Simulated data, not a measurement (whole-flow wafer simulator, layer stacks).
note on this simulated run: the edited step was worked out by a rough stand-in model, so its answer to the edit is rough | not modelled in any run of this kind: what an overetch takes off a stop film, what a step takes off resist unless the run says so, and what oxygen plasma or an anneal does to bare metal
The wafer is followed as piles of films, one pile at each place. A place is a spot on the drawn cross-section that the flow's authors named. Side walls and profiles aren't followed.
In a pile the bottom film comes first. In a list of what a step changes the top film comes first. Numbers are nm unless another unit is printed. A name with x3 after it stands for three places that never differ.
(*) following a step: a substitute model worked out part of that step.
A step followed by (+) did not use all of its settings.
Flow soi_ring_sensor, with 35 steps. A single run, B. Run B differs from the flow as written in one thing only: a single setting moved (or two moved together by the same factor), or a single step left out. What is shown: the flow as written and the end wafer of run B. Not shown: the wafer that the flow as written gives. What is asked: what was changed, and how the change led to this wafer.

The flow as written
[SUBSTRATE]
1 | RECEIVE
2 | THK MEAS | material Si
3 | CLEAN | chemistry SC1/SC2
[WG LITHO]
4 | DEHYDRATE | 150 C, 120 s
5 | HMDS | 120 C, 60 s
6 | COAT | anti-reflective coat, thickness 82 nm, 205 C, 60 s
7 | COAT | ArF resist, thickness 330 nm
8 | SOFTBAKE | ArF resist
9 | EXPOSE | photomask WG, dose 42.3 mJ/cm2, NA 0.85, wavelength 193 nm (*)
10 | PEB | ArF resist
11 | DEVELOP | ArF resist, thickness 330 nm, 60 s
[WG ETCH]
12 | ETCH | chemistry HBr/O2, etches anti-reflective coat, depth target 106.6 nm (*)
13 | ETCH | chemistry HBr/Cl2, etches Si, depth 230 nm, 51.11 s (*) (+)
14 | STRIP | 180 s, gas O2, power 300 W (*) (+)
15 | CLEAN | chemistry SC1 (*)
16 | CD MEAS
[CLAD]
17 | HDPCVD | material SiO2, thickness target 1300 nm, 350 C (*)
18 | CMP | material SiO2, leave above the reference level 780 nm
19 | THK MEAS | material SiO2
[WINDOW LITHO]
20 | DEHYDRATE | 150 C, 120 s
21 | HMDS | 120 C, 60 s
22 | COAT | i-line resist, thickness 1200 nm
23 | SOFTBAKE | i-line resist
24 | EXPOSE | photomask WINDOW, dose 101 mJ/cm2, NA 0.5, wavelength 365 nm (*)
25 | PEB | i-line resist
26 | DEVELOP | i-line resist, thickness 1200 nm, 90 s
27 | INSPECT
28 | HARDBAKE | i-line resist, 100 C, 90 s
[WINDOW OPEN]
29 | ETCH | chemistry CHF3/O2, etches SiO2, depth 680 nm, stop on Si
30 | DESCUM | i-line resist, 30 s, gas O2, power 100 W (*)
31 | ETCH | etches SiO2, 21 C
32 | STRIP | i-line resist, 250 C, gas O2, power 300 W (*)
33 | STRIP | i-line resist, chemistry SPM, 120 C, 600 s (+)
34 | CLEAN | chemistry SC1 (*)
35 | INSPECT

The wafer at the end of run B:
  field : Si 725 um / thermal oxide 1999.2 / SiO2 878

Cause: step 17, HDPCVD: thickness target 878 nm was run, though the flow has thickness target 1300 nm.

Step by step, how the change led to this:
  17 | HDPCVD | material SiO2, thickness target 1300 nm, 350 C (*)
      core, gap, window, field, core_clad, gap_clad: SiO2 gains 878 (new film) (in the flow as written it would be: SiO2 gains 1300 (new film))
  18 | CMP | material SiO2, leave above the reference level 780 nm
      gap, window, field, gap_clad: nothing (in the flow as written it would be: SiO2 loses 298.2)
      core, core_clad: SiO2 loses 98 (in the flow as written it would be: SiO2 loses 520)
  22 | COAT | i-line resist, thickness 1200 nm
      core, core_clad: i-line resist gains 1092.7 (new film) (in the flow as written it would be: i-line resist gains 1200 (new film))
  23 | SOFTBAKE | i-line resist
      core, core_clad: i-line resist loses 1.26 (in the flow as written it would be: nothing)
      gap, gap_clad: i-line resist loses 1.59 (in the flow as written it would be: nothing)
  25 | PEB | i-line resist
      core, core_clad: i-line resist loses 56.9 (in the flow as written it would be: i-line resist loses 62.8)
  26 | DEVELOP | i-line resist, thickness 1200 nm, 90 s
      core: i-line resist loses 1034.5 (all of it) (in the flow as written it would be: i-line resist loses 1137.2 (all of it))
  32 | STRIP | i-line resist, 250 C, gas O2, power 300 W (*)
      core_clad: i-line resist loses 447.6 (all of it) (in the flow as written it would be: i-line resist loses 550.1 (all of it))
